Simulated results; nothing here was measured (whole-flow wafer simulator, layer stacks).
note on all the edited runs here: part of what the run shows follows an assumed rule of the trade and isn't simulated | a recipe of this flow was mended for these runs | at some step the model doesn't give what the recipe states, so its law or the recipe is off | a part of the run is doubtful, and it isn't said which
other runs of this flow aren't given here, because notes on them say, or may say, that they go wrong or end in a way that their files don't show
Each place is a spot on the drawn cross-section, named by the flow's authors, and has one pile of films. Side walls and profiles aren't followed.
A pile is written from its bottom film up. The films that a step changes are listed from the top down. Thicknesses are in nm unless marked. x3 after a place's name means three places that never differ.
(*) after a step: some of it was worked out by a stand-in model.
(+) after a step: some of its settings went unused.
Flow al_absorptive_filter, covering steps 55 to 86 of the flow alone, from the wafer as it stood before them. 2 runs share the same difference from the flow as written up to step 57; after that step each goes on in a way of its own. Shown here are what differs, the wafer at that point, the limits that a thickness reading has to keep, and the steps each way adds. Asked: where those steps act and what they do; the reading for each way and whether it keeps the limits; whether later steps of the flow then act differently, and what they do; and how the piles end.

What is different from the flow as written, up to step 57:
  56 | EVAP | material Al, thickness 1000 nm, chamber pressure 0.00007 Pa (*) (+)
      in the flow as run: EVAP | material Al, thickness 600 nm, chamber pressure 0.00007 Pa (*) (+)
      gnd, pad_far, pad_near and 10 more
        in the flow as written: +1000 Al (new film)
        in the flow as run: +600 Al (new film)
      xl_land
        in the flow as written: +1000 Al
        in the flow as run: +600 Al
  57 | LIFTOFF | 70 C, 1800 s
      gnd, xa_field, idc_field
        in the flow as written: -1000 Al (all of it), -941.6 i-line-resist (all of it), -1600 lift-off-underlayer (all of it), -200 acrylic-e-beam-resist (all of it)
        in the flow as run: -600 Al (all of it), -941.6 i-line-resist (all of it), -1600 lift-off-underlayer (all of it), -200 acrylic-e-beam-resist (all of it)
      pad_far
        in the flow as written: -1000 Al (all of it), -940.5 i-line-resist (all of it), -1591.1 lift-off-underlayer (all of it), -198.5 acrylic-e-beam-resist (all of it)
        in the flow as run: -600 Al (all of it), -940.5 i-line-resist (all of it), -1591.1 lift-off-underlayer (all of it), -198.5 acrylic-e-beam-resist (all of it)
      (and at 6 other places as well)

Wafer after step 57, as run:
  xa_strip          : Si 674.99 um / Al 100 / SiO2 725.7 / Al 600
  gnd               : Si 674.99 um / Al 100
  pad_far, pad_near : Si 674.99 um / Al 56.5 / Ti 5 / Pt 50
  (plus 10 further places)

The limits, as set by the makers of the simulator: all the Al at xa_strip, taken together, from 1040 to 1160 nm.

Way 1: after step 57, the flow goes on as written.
  The reading taken after step 57 is 700 nm, which is outside the limits.
  Later steps of the flow acting differently than as written:
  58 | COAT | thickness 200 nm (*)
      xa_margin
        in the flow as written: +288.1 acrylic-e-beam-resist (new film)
        going this way: +212.5 acrylic-e-beam-resist (new film)
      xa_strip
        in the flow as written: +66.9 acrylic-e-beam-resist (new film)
        going this way: +88.2 acrylic-e-beam-resist (new film)
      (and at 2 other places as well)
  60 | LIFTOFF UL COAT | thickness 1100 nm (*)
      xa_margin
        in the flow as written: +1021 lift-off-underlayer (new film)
        going this way: +900.3 lift-off-underlayer (new film)
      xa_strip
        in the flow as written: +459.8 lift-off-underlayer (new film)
        going this way: +572.7 lift-off-underlayer (new film)
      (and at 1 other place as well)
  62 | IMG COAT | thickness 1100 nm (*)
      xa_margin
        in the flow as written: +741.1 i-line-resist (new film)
        going this way: +845.4 i-line-resist (new film)
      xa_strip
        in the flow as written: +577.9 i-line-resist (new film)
        going this way: +732.2 i-line-resist (new film)
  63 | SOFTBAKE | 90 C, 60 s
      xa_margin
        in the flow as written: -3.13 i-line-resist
        going this way: -2.2 i-line-resist
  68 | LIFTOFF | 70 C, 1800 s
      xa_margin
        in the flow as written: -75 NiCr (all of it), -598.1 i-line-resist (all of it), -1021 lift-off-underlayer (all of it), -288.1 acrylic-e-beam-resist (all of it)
        going this way: -75 NiCr (all of it), -703.3 i-line-resist (all of it), -900.3 lift-off-underlayer (all of it), -212.5 acrylic-e-beam-resist (all of it)
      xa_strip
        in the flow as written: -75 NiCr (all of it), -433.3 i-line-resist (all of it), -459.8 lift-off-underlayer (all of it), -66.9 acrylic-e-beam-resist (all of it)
        going this way: -75 NiCr (all of it), -587.9 i-line-resist (all of it), -572.7 lift-off-underlayer (all of it), -88.2 acrylic-e-beam-resist (all of it)
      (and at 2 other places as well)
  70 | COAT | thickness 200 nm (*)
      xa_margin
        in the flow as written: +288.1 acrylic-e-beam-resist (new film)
        going this way: +212.5 acrylic-e-beam-resist (new film)
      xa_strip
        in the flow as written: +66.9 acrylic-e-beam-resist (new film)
        going this way: +88.2 acrylic-e-beam-resist (new film)
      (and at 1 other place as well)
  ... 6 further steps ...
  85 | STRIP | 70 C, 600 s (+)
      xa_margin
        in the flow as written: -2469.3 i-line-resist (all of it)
        going this way: -2417 i-line-resist (all of it)
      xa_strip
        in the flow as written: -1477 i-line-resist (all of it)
        going this way: -1821.3 i-line-resist (all of it)
  By the end, the piles at xa_strip, xl_land, xl_gap, xl_turn depart from the flow's by more than 2% or 0.5 nm, whichever is larger.
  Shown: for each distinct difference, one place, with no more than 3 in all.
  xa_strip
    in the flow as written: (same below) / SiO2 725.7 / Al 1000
    going this way: (same below) / SiO2 725.7 / Al 600
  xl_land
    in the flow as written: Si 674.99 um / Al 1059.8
    going this way: Si 674.99 um / Al 659.8

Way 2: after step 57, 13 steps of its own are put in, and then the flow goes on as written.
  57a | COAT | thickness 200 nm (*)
      gnd, xl_land, idc_field
        +200 acrylic-e-beam-resist (new film)
      pad_far
        +198.5 acrylic-e-beam-resist (new film)
      pad_near
        +193.6 acrylic-e-beam-resist (new film)
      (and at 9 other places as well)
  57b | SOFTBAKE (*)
      leaves every film unchanged at each place that is followed
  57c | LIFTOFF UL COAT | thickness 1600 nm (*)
      gnd, xl_land, idc_field
        +1600 lift-off-underlayer (new film)
      pad_far
        +1591.1 lift-off-underlayer (new film)
      pad_near
        +1587.9 lift-off-underlayer (new film)
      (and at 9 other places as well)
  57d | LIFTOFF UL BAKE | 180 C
      leaves every film unchanged at each place that is followed
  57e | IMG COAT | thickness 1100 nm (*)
      gnd, xl_land, idc_field
        +1100 i-line-resist (new film)
      idc_line, idc_space
        +1099.9 i-line-resist (new film)
      pad_far
        +1098.9 i-line-resist (new film)
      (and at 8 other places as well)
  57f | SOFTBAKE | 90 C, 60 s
      ledge
        +0.11 i-line-resist
      res
        +0.16 i-line-resist
      xa_field
        +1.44 i-line-resist
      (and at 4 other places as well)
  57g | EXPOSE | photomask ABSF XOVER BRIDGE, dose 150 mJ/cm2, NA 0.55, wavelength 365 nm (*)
      leaves every film unchanged at each place that is followed
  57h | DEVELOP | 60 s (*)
      gnd, pad_far, pad_near and 7 more
        -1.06 i-line-resist
      xa_strip
        -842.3 i-line-resist (all of it), -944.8 lift-off-underlayer (all of it)
      xl_land
        -1100 i-line-resist (all of it), -1600 lift-off-underlayer (all of it)
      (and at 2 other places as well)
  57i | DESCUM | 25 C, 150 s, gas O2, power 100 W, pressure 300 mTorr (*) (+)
      gnd, pad_far, pad_near and 7 more
        -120 i-line-resist
      xa_strip
        -88.2 acrylic-e-beam-resist (all of it)
      xl_land
        -200 acrylic-e-beam-resist (all of it)
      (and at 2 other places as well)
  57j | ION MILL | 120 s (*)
      gnd, pad_far, pad_near and 7 more
        -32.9 i-line-resist
      xl_land, xl_gap, xl_turn
        -43.6 Al
      xa_strip
        -28.2 Al
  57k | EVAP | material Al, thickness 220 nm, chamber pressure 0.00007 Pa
      gnd, pad_far, pad_near and 7 more
        +220 Al (new film)
      xa_strip, xl_land, xl_gap, xl_turn
        +220 Al
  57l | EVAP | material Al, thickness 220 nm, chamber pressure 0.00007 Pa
      gnd, pad_far, pad_near and 11 more
        +220 Al
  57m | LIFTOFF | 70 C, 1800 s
      gnd, idc_field
        -440 Al (all of it), -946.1 i-line-resist (all of it), -1600 lift-off-underlayer (all of it), -200 acrylic-e-beam-resist (all of it)
      pad_far
        -440 Al (all of it), -944.9 i-line-resist (all of it), -1591.1 lift-off-underlayer (all of it), -198.5 acrylic-e-beam-resist (all of it)
      pad_near
        -440 Al (all of it), -951.1 i-line-resist (all of it), -1587.9 lift-off-underlayer (all of it), -193.6 acrylic-e-beam-resist (all of it)
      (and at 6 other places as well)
  The reading taken after step 57m is 1111.8 nm, which is within the limits.
  Later steps of the flow acting differently than as written (10 more steps, not shown, differ only slightly: by at most 2% or 0.5 nm, whichever is larger):
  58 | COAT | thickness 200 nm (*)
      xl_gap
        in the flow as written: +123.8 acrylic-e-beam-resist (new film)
        going this way: +113.2 acrylic-e-beam-resist (new film)
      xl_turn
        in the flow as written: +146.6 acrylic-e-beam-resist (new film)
        going this way: +143 acrylic-e-beam-resist (new film)
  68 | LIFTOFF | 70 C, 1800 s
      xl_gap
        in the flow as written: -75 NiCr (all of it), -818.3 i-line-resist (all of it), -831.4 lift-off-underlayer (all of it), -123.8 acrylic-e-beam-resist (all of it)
        going this way: -75 NiCr (all of it), -818.9 i-line-resist (all of it), -836.4 lift-off-underlayer (all of it), -113.2 acrylic-e-beam-resist (all of it)
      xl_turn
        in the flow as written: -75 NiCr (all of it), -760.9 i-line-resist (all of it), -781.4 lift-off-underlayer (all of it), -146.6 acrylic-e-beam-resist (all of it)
        going this way: -75 NiCr (all of it), -761.2 i-line-resist (all of it), -779.6 lift-off-underlayer (all of it), -143 acrylic-e-beam-resist (all of it)
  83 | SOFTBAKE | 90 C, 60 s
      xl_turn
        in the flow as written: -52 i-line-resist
        going this way: -49.9 i-line-resist
  The piles end only slightly different from the flow's at the places that both follow, by no more than 2% or 0.5 nm, whichever is larger.

The limits are kept by: way 2. They are not kept by: way 1.
